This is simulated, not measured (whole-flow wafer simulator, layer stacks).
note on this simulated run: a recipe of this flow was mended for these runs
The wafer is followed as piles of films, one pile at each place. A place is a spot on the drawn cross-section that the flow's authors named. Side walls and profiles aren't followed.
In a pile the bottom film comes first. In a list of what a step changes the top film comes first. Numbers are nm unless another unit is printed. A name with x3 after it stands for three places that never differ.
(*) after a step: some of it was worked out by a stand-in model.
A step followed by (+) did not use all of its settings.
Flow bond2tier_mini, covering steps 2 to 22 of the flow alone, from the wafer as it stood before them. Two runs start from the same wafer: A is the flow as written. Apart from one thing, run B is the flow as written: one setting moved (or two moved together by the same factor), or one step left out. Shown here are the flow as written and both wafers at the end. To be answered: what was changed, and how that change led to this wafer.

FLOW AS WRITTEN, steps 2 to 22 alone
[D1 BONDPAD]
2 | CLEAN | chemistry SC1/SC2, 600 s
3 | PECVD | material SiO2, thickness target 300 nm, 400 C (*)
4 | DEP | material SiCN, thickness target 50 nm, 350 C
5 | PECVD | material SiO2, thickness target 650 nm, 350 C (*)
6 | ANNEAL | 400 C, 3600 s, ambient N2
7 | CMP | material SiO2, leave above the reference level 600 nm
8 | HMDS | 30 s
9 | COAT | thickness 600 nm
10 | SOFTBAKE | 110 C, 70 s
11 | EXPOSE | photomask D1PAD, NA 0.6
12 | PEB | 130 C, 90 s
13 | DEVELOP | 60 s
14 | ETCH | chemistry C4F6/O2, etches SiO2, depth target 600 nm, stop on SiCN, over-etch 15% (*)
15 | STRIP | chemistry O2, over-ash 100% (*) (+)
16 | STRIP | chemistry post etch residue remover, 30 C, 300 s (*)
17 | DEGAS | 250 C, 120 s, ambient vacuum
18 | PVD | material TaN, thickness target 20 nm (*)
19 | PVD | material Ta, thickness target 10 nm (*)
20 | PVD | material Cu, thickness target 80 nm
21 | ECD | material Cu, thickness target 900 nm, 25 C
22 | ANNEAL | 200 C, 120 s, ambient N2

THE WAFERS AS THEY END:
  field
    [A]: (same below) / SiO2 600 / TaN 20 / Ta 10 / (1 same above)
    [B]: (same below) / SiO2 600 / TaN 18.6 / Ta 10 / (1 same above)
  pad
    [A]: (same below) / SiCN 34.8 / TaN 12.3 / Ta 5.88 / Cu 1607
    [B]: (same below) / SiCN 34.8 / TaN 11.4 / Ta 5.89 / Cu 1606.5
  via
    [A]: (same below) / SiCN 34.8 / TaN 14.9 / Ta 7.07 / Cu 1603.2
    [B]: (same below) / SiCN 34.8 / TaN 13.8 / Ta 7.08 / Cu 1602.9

What caused this: step 18, PVD: thickness target 18.6 nm was run, though the flow has thickness target 20 nm.
The wafer lets one read it off: field has TaN 18.6, and step 18 as written asks for 20 nm.

How this came from the change, step by step:
  18 | PVD | material TaN, thickness target 20 nm (*)
      field: A TaN gains 20 (new film) | B TaN gains 18.6 (new film)
      pad: A TaN gains 12.3 (new film) | B TaN gains 11.4 (new film)
      (as well as at 1 more place)
